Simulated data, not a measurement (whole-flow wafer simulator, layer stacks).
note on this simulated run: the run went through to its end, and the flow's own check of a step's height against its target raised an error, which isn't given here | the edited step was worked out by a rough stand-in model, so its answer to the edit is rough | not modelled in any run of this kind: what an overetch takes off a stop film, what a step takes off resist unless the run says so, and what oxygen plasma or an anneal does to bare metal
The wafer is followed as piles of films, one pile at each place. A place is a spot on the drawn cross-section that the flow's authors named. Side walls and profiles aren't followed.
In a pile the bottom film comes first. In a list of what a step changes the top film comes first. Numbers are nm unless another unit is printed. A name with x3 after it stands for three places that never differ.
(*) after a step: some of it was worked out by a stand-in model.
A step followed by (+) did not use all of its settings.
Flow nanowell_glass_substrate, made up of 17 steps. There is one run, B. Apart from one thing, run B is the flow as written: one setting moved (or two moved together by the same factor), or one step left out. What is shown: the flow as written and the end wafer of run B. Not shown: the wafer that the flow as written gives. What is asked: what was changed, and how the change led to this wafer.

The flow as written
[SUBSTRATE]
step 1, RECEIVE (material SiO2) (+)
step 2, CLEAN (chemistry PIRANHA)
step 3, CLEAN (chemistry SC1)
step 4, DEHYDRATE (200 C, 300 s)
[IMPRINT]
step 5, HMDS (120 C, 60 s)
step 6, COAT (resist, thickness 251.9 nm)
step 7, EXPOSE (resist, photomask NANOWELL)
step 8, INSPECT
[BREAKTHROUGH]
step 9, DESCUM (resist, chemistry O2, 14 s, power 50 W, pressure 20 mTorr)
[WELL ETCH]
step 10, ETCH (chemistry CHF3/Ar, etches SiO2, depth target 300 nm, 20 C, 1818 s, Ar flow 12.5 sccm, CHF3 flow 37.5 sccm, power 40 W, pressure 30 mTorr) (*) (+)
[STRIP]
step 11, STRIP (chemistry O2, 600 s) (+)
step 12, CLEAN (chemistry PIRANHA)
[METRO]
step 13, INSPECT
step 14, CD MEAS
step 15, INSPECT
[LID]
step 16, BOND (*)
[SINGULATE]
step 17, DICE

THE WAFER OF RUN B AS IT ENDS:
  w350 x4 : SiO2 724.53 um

The reason: step 10, ETCH: depth target 465 nm was run, while the flow as written has depth target 300 nm.

The path from the change to this, step by step:
  step 10, ETCH (chemistry CHF3/Ar, etches SiO2, depth target 300 nm, 20 C, 1818 s, Ar flow 12.5 sccm, CHF3 flow 37.5 sccm, power 40 W, pressure 30 mTorr) (*) (+)
      w350 x4: SiO2 loses 465 (it would be, as written: SiO2 loses 300)
      land: resist loses 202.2 (it would be, as written: resist loses 130.4)
  step 11, STRIP (chemistry O2, 600 s) (+)
      land: resist loses 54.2 (all of it) (it would be, as written: resist loses 125.9 (all of it))
